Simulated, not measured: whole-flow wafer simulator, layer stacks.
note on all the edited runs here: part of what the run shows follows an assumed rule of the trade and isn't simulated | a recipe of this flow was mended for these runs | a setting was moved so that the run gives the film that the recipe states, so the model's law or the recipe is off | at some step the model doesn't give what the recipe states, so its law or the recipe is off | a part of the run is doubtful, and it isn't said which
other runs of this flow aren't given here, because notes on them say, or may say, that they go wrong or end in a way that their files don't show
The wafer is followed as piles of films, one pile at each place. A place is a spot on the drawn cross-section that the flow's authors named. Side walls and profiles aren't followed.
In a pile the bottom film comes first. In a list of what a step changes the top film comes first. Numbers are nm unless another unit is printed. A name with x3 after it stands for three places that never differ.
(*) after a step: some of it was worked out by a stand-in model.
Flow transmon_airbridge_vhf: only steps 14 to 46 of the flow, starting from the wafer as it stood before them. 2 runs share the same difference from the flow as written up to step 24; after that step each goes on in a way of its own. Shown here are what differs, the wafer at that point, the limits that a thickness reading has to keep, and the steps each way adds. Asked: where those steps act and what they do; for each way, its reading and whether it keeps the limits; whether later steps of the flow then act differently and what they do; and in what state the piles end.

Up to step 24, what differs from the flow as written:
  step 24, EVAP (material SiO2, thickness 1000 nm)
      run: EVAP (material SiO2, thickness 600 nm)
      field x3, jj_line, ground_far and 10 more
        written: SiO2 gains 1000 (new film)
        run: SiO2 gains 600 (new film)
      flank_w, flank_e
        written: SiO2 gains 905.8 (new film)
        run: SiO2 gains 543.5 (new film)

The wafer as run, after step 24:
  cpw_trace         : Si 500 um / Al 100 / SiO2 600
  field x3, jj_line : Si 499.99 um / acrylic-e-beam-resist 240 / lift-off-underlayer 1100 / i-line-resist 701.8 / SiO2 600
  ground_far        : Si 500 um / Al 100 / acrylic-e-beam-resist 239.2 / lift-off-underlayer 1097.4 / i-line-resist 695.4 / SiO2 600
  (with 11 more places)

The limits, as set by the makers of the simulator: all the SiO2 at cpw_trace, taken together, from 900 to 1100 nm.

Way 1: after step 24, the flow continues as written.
  The reading taken after step 24 is 600 nm, which is outside the limits.
  Steps further on in the flow that do not act as written (2 more steps, not shown, differ only slightly: by at most 2% or 0.5 nm, whichever is larger):
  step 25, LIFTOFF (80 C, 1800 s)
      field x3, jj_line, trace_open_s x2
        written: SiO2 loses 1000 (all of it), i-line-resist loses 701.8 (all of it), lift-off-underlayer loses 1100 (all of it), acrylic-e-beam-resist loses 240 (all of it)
        way: SiO2 loses 600 (all of it), i-line-resist loses 701.8 (all of it), lift-off-underlayer loses 1100 (all of it), acrylic-e-beam-resist loses 240 (all of it)
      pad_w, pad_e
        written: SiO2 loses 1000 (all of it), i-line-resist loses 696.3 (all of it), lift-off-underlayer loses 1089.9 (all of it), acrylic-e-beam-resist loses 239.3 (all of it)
        way: SiO2 loses 600 (all of it), i-line-resist loses 696.3 (all of it), lift-off-underlayer loses 1089.9 (all of it), acrylic-e-beam-resist loses 239.3 (all of it)
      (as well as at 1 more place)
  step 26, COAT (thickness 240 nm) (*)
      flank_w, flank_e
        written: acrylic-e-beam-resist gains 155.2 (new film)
        way: acrylic-e-beam-resist gains 167.9 (new film)
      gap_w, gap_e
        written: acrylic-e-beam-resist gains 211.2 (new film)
        way: acrylic-e-beam-resist gains 228.4 (new film)
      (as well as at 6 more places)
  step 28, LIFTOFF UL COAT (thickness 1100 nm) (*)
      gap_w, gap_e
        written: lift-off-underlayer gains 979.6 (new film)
        way: lift-off-underlayer gains 1036.6 (new film)
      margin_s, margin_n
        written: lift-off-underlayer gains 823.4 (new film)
        way: lift-off-underlayer gains 923.7 (new film)
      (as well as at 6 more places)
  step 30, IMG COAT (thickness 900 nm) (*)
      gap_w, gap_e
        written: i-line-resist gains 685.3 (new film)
        way: i-line-resist gains 782.9 (new film)
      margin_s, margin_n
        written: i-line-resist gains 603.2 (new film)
        way: i-line-resist gains 728.9 (new film)
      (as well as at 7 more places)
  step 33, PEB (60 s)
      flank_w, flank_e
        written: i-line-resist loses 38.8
        way: i-line-resist loses 42.6
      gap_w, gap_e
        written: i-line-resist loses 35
        way: i-line-resist loses 40.2
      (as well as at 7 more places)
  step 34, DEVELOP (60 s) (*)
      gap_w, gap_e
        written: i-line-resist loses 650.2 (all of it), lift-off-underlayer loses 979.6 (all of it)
        way: i-line-resist loses 742.7 (all of it), lift-off-underlayer loses 1036.6 (all of it)
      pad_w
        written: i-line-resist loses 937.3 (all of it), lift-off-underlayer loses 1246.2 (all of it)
        way: i-line-resist loses 902 (all of it), lift-off-underlayer loses 1183.2 (all of it)
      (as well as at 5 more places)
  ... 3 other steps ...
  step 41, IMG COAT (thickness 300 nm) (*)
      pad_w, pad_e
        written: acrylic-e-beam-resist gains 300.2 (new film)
        way: acrylic-e-beam-resist gains 289.5 (new film)
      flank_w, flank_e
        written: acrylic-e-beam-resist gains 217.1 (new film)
        way: acrylic-e-beam-resist gains 223.6 (new film)
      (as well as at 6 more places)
  The piles end different from the flow's at pad_w, flank_w, gap_w and 7 more by more than 2% or 0.5 nm, whichever is larger.
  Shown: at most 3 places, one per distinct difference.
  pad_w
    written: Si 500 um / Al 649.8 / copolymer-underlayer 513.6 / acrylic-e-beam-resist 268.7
    way: Si 500 um / Al 650.1 / copolymer-underlayer 492.7 / acrylic-e-beam-resist 258
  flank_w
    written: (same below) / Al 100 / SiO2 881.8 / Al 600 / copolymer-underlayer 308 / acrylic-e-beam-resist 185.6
    way: (same below) / Al 100 / SiO2 519.5 / Al 600 / copolymer-underlayer 358.6 / acrylic-e-beam-resist 192.1
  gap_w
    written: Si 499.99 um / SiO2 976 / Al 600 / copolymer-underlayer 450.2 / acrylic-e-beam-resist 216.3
    way: Si 499.99 um / SiO2 576 / Al 600 / copolymer-underlayer 468.7 / acrylic-e-beam-resist 233.5

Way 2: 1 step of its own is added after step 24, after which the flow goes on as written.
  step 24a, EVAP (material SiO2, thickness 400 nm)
      field x3, jj_line, ground_far and 10 more
        SiO2 gains 400
      flank_w, flank_e
        SiO2 gains 360.1
  The reading taken after step 24a is 1000 nm, which is within the limits.
  None of the later steps of the flow differs from how it acts as written, at any place that is followed, by more than 2% or 0.5 nm, whichever is larger.
  The piles end only slightly different from the flow's at the places that both follow, by no more than 2% or 0.5 nm, whichever is larger.

Inside the limits: way 2. Outside the limits: way 1.
